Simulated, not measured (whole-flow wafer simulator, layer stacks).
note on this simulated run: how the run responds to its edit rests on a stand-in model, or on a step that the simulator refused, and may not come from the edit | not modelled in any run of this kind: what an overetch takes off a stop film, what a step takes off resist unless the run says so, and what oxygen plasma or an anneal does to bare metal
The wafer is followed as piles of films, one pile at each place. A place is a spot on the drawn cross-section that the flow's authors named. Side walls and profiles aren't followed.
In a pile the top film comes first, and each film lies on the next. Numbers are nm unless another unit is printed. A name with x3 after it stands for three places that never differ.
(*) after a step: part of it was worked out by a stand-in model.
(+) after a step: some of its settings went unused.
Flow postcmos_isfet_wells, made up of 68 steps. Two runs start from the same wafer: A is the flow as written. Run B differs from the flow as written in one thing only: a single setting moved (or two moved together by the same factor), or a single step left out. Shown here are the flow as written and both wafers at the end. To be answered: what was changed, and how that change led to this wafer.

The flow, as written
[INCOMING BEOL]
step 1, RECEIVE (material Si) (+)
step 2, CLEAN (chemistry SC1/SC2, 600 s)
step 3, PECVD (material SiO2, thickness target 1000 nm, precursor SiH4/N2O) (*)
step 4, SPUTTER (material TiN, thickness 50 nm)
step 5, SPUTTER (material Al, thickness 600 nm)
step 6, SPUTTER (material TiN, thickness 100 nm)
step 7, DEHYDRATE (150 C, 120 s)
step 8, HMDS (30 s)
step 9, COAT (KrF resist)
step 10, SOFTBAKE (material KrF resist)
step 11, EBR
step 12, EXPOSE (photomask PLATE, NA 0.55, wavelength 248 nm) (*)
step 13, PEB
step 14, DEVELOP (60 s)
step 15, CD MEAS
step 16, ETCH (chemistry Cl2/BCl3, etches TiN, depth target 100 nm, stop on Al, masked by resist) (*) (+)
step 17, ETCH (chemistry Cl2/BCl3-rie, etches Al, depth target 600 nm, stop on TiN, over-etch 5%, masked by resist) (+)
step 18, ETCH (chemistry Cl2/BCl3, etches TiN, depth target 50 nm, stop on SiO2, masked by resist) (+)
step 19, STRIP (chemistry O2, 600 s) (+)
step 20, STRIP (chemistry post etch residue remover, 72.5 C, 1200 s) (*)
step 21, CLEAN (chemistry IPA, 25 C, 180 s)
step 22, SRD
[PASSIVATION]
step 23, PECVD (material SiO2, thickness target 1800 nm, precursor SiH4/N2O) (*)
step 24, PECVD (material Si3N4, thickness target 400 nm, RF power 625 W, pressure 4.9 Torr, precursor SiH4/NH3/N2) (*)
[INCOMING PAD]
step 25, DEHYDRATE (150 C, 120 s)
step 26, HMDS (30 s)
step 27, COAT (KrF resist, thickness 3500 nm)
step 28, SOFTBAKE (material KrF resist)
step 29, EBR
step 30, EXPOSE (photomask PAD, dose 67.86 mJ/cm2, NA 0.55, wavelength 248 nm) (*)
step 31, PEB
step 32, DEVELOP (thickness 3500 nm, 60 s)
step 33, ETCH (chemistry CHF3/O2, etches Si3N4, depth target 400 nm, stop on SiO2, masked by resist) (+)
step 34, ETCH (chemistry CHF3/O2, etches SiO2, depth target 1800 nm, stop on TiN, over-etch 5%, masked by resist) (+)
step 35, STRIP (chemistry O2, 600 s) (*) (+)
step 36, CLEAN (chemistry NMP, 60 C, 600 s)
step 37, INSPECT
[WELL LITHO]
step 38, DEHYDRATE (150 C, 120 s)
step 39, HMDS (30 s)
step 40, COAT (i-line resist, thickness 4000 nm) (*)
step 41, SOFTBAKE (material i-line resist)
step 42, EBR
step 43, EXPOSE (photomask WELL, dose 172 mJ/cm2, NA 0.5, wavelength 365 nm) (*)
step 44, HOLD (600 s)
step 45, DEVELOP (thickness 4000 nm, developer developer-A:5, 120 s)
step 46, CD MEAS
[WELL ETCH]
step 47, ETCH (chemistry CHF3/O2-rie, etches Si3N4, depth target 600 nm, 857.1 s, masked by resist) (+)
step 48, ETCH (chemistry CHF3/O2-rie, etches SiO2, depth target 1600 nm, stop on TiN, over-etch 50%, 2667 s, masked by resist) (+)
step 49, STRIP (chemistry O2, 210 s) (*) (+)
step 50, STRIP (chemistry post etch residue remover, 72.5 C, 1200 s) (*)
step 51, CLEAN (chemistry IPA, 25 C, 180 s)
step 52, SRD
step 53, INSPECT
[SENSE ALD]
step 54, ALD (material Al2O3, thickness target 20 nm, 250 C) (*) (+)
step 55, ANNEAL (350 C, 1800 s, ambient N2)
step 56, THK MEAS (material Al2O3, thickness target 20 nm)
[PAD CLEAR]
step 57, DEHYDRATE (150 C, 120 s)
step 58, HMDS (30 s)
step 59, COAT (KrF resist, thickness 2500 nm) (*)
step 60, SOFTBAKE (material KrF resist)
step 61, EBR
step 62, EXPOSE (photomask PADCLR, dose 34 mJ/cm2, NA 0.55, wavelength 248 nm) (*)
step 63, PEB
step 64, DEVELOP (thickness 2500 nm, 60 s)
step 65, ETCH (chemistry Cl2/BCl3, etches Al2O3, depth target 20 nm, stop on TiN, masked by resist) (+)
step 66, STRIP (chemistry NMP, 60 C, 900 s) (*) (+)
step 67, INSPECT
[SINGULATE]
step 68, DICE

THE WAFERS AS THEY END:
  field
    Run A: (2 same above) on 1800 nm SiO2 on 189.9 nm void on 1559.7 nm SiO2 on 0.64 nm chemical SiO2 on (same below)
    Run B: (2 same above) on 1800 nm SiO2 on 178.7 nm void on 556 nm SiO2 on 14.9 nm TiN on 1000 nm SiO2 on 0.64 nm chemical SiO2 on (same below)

The reason: step 18, ETCH: depth target 34.7 nm was run, whereas the flow has depth target 50 nm.

Step by step, how the change led to this:
  step 18, ETCH (chemistry Cl2/BCl3, etches TiN, depth target 50 nm, stop on SiO2, masked by resist) (+)
      field: A -50 TiN (all of it) | B -34.7 TiN
      margin, well900, well1300 x3, pad_rim, pad_clr, pad_open: A -20 KrF resist | B -13.9 KrF resist
  step 23, PECVD (material SiO2, thickness target 1800 nm, precursor SiH4/N2O) (*)
      field: A +1800 SiO2 (new film), +189.9 void (new film), +559.7 SiO2 | B +1800 SiO2 (new film), +178.7 void (new film), +556 SiO2 (new film)
With metal films that touch counted as one body, field has 1 body; the flow as written gives 0 bodies.
